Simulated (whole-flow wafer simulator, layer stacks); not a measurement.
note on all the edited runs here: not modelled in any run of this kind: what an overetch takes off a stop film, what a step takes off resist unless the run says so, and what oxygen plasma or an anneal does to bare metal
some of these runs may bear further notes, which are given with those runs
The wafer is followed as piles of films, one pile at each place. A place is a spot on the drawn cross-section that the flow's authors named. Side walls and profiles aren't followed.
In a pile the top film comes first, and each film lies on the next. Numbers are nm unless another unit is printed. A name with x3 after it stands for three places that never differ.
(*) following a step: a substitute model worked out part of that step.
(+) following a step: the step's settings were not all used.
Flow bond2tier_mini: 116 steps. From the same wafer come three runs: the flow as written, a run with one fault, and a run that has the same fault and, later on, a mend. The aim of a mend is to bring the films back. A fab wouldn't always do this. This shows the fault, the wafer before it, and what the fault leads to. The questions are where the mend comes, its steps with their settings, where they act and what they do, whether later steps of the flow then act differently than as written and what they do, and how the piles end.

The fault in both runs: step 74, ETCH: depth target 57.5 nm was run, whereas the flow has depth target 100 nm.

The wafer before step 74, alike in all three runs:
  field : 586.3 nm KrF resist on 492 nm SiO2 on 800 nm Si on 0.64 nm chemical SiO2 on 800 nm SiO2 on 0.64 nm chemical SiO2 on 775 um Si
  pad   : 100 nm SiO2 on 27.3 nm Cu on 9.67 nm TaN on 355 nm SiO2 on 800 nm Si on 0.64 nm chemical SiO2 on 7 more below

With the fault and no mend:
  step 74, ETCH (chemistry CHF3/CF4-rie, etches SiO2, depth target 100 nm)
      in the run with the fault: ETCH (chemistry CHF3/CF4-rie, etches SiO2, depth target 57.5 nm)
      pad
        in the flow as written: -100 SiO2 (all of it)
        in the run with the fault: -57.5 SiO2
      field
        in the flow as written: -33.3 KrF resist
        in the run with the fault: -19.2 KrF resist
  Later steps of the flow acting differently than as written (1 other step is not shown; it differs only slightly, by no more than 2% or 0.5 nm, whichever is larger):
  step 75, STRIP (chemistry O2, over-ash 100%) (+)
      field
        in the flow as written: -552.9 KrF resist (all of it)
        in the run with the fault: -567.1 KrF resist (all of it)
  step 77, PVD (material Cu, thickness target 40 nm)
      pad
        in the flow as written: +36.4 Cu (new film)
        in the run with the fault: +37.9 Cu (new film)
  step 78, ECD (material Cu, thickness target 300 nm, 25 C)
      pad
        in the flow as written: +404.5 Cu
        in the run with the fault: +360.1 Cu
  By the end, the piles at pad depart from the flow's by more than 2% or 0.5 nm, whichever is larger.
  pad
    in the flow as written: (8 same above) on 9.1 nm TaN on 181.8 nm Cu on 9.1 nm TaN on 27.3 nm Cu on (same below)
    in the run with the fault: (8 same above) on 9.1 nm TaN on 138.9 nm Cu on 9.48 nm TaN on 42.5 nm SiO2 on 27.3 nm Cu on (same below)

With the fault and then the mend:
  The mend follows step 75.
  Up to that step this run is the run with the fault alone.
  step 75a, COAT (KrF resist, thickness 600 nm) (*) (the flow's step 69 again)
      field
        +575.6 KrF resist (new film)
      pad
        +625.4 KrF resist (new film)
  step 75b, SOFTBAKE (KrF resist) (the flow's step 70 again)
      alters no film at any place that is followed
  step 75c, EXPOSE (photomask T2PAD, NA 0.6) (the flow's step 71 again)
      alters no film at any place that is followed
  step 75d, PEB (KrF resist) (the flow's step 72 again)
      alters no film at any place that is followed
  step 75e, DEVELOP (developer TMAH-0.26N, 60 s) (the flow's step 73 again)
      field
        -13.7 KrF resist
      pad
        -625.4 KrF resist (all of it)
  step 75f, ETCH (chemistry CHF3/CF4-rie, etches SiO2, depth target 42.5 nm) (the flow's step 74 again, with other settings)
      field
        -14.2 KrF resist
      pad
        -42.5 SiO2 (all of it)
  step 75g, STRIP (chemistry O2, over-ash 100%) (+) (the flow's step 75 again)
      field
        -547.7 KrF resist (all of it)
  Every later step of the flow that is run acts as written at every place that is followed.
  The piles end the same as the flow's at every place that both follow.
